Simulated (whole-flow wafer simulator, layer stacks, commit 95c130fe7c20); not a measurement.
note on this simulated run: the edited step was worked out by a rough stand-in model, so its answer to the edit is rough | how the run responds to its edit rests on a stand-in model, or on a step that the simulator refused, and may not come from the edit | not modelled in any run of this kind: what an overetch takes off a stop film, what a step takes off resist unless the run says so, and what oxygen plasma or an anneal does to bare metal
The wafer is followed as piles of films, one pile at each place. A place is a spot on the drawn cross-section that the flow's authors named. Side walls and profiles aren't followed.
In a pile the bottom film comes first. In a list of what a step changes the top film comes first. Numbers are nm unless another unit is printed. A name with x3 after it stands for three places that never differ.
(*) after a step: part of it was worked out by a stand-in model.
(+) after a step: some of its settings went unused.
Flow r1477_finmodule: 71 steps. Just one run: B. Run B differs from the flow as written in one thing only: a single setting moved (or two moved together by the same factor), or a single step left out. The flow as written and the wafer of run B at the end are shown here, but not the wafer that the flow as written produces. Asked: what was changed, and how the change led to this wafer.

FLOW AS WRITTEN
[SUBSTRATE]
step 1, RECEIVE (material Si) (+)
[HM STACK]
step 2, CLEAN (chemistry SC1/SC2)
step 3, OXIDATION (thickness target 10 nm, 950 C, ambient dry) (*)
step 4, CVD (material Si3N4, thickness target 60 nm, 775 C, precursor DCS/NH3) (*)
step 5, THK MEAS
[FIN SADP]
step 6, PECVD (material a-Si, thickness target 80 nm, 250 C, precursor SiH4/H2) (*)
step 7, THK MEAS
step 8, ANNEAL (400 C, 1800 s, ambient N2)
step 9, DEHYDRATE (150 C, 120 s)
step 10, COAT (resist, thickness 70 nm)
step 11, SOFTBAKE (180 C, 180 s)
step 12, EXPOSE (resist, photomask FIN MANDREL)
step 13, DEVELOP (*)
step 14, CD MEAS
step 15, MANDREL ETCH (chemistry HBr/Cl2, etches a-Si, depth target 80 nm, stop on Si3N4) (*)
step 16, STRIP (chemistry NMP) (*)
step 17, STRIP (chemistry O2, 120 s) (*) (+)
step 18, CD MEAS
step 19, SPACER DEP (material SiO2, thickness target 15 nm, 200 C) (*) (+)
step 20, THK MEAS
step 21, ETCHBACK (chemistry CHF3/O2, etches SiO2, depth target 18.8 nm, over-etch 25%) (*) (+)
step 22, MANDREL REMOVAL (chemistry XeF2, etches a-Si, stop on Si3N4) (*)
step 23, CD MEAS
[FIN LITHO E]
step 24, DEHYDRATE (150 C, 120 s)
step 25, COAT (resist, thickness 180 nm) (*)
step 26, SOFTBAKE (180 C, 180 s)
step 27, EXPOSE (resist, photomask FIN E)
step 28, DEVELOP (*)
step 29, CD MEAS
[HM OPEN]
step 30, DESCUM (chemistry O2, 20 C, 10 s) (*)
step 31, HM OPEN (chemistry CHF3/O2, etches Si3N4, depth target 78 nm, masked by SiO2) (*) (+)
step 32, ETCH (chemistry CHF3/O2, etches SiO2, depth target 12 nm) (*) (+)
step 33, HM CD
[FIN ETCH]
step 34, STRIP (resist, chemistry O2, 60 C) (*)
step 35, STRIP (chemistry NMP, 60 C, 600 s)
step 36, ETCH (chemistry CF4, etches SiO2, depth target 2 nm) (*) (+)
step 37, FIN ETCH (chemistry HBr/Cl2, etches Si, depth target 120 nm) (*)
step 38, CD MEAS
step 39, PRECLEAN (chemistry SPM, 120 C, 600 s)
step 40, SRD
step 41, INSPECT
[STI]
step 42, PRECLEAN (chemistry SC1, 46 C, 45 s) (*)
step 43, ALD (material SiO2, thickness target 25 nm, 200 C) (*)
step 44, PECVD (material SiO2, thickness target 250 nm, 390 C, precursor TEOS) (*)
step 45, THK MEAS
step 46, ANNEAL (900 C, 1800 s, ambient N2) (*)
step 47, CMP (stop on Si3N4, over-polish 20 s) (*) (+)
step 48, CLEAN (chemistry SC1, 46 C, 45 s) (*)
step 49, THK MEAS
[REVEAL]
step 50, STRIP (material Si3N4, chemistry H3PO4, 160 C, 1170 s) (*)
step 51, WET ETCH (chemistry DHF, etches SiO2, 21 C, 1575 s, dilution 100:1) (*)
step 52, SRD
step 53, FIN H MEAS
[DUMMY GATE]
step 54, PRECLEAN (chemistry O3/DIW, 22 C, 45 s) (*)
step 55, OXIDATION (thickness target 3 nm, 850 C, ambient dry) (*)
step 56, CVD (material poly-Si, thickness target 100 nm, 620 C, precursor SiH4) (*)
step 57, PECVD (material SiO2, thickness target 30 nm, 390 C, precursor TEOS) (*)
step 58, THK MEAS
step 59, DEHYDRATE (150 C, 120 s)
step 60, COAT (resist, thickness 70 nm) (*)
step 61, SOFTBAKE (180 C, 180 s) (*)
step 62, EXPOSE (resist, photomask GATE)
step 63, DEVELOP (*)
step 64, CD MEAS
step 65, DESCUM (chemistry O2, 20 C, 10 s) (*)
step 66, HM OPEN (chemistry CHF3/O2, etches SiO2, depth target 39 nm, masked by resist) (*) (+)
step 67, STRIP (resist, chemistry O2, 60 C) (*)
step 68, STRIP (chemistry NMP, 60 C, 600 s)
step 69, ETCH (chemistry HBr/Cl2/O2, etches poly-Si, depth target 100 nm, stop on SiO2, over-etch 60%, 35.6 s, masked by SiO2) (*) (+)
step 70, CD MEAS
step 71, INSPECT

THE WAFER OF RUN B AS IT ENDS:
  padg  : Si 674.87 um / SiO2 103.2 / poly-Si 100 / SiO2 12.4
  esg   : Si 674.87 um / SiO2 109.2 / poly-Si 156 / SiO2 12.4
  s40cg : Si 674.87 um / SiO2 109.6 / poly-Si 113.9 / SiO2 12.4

What caused this: step 57, PECVD: thickness target 17.7 nm was run, whereas the flow has thickness target 30 nm.

The path from the change to this, step by step:
  step 57, PECVD (material SiO2, thickness target 30 nm, 390 C, precursor TEOS) (*)
      pad, padg, elg and 33 more: +17.7 SiO2 (new film) (it would be, as written: +30 SiO2 (new film))
  step 66, HM OPEN (chemistry CHF3/O2, etches SiO2, depth target 39 nm, masked by resist) (*) (+)
      pad, elo, eso and 15 more: -17.7 SiO2 (all of it), -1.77 poly-Si (it would be, as written: -30 SiO2 (all of it), -1.8 poly-Si)
      padg, elg, esg and 15 more: -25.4 resist (it would be, as written: -37.4 resist)
  step 67, STRIP (resist, chemistry O2, 60 C) (*)
      padg, elg, esg: -27.8 resist (all of it) (it would be, as written: -15.9 resist (all of it))
      e40lg, e100lg, e200lg: -24.7 resist (all of it) (it would be, as written: -12.8 resist (all of it))
      (as well as at 12 more places)
